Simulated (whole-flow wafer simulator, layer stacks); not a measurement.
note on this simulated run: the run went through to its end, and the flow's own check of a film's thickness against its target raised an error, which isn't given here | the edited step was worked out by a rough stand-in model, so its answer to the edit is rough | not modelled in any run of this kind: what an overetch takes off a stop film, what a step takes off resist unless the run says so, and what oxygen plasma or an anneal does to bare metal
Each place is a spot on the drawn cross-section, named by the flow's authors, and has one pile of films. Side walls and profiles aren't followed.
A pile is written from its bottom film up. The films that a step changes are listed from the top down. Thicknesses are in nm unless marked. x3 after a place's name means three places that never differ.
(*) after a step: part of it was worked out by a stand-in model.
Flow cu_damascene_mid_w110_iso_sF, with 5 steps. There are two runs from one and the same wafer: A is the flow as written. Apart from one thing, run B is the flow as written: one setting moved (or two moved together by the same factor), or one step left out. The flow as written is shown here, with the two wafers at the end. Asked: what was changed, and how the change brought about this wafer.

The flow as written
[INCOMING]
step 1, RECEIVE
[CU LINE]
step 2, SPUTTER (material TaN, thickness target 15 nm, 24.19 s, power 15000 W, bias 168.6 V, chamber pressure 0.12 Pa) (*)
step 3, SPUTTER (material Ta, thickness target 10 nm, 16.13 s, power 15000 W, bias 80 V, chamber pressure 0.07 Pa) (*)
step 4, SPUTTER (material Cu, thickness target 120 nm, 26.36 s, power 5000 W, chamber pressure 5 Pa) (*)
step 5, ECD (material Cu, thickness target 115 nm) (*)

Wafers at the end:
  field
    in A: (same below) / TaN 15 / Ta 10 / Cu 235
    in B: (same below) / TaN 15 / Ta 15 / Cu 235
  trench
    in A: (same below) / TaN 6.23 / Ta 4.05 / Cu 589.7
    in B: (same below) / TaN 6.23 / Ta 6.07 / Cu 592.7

What caused this: step 3, SPUTTER: thickness target 15 nm was run, though the flow has thickness target 10 nm; step 3, SPUTTER: 24.2 s was run, where the flow has 16.13 s.
The wafer lets one read it off: field has Ta 15, and step 3 as written asks for 10 nm.

How this came from the change, step by step:
  step 3, SPUTTER (material Ta, thickness target 10 nm, 16.13 s, power 15000 W, bias 80 V, chamber pressure 0.07 Pa) (*)
      field: A +10 Ta (new film) | B +15 Ta (new film)
      trench: A +4.05 Ta (new film) | B +6.07 Ta (new film)
